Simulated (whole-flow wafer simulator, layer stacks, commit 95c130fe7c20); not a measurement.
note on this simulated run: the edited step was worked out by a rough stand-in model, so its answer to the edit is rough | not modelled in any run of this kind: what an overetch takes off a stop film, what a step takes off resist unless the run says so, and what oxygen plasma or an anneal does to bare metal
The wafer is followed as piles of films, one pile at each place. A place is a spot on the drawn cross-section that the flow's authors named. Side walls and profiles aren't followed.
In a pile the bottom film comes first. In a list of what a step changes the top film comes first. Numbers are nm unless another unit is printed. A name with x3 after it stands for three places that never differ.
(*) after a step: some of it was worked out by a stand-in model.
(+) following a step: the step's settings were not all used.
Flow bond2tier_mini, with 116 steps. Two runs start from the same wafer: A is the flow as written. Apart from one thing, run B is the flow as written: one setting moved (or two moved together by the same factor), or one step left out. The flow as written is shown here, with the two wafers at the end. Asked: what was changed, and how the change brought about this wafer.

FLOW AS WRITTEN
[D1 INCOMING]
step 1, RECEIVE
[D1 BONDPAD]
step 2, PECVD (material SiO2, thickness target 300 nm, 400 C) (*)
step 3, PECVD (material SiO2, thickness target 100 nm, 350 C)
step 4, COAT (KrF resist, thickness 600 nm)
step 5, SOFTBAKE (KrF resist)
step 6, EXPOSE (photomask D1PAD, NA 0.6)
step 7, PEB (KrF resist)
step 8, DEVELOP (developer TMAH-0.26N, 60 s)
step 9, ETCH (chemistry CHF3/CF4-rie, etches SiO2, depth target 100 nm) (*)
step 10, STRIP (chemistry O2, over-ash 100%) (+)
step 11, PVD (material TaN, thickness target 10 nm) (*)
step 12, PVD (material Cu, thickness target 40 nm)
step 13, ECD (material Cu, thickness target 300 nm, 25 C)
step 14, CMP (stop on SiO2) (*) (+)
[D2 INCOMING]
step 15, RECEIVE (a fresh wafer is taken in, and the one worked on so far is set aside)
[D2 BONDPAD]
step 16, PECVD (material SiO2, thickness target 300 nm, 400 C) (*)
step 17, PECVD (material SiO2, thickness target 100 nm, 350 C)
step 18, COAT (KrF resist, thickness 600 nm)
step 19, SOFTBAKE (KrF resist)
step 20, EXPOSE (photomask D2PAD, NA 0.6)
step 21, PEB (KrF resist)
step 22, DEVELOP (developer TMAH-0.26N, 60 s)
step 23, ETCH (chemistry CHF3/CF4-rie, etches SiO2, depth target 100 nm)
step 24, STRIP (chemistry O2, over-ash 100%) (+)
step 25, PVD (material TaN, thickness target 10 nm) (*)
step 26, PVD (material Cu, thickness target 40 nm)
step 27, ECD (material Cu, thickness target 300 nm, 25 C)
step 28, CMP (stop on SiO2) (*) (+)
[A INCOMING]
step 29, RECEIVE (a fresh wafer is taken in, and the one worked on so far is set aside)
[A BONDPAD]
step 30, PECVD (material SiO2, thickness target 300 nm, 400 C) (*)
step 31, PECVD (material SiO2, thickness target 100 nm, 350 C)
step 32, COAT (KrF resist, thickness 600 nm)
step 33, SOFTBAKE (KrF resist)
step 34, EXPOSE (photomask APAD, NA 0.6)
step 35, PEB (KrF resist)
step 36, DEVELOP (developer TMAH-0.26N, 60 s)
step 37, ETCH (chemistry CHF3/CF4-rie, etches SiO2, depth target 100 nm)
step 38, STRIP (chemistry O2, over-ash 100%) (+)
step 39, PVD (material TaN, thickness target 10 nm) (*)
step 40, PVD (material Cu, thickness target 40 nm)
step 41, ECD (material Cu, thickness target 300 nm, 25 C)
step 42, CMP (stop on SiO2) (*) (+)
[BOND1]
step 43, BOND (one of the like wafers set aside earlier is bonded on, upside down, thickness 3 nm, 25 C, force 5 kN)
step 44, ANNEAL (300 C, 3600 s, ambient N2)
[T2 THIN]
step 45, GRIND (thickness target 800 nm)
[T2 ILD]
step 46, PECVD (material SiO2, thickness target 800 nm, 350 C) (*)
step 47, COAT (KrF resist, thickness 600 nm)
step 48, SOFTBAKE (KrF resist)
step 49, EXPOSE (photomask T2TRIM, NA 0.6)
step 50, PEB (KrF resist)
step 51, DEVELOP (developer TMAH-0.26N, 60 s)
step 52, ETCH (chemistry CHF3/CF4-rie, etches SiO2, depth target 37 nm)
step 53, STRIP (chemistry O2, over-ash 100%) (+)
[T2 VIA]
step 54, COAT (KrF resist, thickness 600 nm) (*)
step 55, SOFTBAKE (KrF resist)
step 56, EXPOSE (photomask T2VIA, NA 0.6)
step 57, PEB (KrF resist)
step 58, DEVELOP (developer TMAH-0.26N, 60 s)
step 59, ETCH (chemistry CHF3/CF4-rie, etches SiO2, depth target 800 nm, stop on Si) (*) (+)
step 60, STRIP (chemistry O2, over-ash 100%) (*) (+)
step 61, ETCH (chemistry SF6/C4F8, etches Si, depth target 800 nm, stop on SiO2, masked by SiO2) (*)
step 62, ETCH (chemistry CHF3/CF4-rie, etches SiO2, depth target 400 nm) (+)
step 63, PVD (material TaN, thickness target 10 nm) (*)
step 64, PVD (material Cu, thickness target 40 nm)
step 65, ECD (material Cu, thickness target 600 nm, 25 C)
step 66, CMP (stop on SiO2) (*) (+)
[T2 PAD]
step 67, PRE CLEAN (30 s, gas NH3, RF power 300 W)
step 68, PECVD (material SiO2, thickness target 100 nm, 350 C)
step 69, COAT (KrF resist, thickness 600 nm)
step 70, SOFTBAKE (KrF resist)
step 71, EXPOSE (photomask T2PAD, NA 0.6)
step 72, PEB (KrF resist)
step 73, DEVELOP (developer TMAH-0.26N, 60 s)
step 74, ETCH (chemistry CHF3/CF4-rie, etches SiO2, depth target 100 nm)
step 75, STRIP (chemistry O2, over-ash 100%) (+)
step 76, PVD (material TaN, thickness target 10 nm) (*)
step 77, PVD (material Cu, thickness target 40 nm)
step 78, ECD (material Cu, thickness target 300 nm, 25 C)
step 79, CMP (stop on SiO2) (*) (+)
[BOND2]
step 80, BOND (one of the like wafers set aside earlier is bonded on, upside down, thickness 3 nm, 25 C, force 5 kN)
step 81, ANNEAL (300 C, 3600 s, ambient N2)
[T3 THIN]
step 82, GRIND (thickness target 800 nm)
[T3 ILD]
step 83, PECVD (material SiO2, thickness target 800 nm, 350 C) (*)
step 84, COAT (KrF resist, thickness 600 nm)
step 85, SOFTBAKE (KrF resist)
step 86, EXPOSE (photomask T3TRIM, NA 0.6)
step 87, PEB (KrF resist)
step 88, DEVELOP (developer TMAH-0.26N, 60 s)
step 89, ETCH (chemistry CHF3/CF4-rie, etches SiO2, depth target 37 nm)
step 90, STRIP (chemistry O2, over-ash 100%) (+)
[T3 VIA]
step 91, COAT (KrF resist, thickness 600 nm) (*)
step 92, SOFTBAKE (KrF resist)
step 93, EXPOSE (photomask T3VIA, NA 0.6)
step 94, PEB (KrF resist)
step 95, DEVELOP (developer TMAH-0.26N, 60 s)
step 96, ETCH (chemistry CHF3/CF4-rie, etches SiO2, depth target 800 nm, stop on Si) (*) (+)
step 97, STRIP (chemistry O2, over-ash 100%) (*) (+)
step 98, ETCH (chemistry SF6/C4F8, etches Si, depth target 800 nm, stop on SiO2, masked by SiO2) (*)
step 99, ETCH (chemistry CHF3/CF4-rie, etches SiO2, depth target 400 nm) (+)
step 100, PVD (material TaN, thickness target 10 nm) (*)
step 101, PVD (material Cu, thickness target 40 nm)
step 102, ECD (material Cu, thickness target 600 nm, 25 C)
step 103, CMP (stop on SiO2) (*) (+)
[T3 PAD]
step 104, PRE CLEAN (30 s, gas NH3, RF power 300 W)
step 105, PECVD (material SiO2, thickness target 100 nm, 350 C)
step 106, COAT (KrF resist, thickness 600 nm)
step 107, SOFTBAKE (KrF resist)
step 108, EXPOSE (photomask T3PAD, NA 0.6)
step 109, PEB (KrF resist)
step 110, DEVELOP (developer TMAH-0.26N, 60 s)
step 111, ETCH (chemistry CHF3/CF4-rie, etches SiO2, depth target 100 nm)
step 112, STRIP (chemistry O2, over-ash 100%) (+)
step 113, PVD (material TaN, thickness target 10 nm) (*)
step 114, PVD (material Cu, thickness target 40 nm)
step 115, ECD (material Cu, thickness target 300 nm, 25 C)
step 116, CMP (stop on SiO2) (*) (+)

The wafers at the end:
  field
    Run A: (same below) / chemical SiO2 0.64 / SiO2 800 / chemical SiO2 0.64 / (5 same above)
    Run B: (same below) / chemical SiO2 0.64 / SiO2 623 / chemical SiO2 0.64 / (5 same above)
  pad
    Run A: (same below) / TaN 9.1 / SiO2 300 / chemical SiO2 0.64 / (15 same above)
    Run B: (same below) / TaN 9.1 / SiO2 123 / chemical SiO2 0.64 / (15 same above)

What caused this: step 2, PECVD: thickness target 123 nm was run, while the flow as written has thickness target 300 nm.
The wafer lets one read it off: pad has SiO2 123, and step 2 as written asks for 300 nm.

Step by step, how the change led to this:
  step 2, PECVD (material SiO2, thickness target 300 nm, 400 C) (*)
      field, pad, via: A +300 SiO2 (new film) | B +123 SiO2 (new film)
  step 43, BOND (one of the like wafers set aside earlier is bonded on, upside down, thickness 3 nm, 25 C, force 5 kN)
      field: A +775 um Si (new film), +0.64 chemical SiO2 (new film), +400 SiO2 | B +775 um Si (new film), +0.64 chemical SiO2 (new film), +223 SiO2
      pad: A +775 um Si (new film), +0.64 chemical SiO2 (new film), +300 SiO2 (new film), +9.1 TaN (new film), +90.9 Cu | B +775 um Si (new film), +0.64 chemical SiO2 (new film), +123 SiO2 (new film), +9.1 TaN (new film), +90.9 Cu
      (and at 1 other place as well)
